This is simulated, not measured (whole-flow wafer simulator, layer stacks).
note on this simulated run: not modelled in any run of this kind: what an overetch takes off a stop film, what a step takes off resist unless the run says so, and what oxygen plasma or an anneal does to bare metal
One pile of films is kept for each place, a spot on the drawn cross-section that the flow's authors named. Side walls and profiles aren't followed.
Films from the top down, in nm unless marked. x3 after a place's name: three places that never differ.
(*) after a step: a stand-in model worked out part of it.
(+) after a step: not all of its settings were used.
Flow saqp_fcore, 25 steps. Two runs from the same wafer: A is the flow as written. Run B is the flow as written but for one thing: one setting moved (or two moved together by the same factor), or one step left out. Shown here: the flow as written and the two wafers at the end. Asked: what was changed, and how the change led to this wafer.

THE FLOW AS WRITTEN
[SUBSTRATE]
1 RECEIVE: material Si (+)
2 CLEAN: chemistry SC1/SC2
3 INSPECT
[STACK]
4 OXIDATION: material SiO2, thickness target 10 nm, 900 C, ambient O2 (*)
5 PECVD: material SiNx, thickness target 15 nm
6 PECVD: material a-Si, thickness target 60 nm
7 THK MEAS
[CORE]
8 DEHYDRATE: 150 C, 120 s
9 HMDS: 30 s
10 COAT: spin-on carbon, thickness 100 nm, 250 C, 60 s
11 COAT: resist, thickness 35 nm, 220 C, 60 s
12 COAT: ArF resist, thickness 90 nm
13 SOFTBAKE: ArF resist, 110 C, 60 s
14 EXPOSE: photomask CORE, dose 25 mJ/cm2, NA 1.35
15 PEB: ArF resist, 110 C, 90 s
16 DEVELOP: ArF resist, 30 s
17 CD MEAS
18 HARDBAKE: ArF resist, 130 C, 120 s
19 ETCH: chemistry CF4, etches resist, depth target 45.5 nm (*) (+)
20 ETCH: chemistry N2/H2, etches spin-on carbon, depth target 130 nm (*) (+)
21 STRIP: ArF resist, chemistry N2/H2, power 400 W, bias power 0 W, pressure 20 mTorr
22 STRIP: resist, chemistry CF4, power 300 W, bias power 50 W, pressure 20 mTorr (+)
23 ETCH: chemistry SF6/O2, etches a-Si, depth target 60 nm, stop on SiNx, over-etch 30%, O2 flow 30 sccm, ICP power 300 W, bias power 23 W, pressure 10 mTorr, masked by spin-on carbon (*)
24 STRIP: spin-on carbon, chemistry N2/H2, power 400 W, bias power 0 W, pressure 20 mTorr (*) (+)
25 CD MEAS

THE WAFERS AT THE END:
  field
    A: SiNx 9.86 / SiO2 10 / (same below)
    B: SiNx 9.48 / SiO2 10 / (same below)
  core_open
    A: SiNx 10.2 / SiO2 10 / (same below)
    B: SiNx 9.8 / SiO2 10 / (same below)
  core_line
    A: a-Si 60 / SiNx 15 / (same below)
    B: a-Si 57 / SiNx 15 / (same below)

The cause: step 6, PECVD: thickness target 57 nm was run, where the flow has thickness target 60 nm.
It can be read off the wafer: core_line has a-Si 57, and step 6 as written asks for 60 nm.

How the change led to this, step by step:
  6 PECVD: material a-Si, thickness target 60 nm
      field, core_open, core_line: A a-Si +60 (new film) | B a-Si +57 (new film)
  23 ETCH: chemistry SF6/O2, etches a-Si, depth target 60 nm, stop on SiNx, over-etch 30%, O2 flow 30 sccm, ICP power 300 W, bias power 23 W, pressure 10 mTorr, masked by spin-on carbon (*)
      field: A a-Si -36.9 (all of it), SiNx -5.14 | B a-Si -33.9 (all of it), SiNx -5.52
      core_open: A a-Si -39.4 (all of it), SiNx -4.82 | B a-Si -36.4 (all of it), SiNx -5.2
      (and at 1 more place)
